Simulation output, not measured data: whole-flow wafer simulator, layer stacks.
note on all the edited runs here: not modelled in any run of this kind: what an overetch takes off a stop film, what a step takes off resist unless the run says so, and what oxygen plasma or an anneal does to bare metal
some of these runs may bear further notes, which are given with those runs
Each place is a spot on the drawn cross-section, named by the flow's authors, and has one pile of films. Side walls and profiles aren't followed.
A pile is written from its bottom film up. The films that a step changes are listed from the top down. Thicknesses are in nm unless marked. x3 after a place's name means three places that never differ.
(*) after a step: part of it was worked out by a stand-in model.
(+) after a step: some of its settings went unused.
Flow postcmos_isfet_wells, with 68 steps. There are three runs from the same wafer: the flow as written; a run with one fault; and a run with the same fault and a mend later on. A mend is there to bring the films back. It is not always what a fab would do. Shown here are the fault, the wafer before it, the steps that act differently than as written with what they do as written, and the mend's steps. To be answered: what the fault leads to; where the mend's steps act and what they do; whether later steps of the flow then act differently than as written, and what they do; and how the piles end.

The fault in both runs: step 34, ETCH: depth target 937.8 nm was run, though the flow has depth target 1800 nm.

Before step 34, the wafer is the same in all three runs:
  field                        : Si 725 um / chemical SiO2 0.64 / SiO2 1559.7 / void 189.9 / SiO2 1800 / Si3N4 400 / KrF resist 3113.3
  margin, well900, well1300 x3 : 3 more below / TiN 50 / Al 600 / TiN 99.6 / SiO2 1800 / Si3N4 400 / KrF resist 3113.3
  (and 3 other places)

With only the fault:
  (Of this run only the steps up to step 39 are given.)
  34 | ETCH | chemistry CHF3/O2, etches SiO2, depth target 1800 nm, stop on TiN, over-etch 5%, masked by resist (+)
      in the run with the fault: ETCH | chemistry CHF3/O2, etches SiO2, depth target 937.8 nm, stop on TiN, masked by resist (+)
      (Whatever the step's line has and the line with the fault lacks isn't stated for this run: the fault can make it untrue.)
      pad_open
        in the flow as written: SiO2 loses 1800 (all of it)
        in the run with the fault: SiO2 loses 937.8
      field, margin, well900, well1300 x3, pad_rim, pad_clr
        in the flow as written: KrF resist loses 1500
        in the run with the fault: KrF resist loses 781.5
  Steps later in the flow that act otherwise than as written:
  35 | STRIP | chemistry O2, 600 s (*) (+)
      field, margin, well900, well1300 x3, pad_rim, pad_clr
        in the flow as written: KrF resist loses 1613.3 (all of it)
        in the run with the fault: KrF resist loses 2331.8 (all of it)
  After step 39, at pad_open, the piles differ from the flow's by more than 2% or 0.5 nm, whichever is larger.
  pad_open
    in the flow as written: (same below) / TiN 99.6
    in the run with the fault: (same below) / TiN 99.6 / SiO2 862.2

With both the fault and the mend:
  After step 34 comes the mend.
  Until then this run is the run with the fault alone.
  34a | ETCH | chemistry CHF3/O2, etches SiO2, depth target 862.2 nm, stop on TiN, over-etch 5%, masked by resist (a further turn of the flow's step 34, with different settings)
      field, margin, well900, well1300 x3, pad_rim, pad_clr
        KrF resist loses 718.5
      pad_open
        SiO2 loses 862.2 (all of it)
  Every later step of the flow that is run acts as written at every place that is followed.
  At every place that both follow, the piles at the end match the flow's.
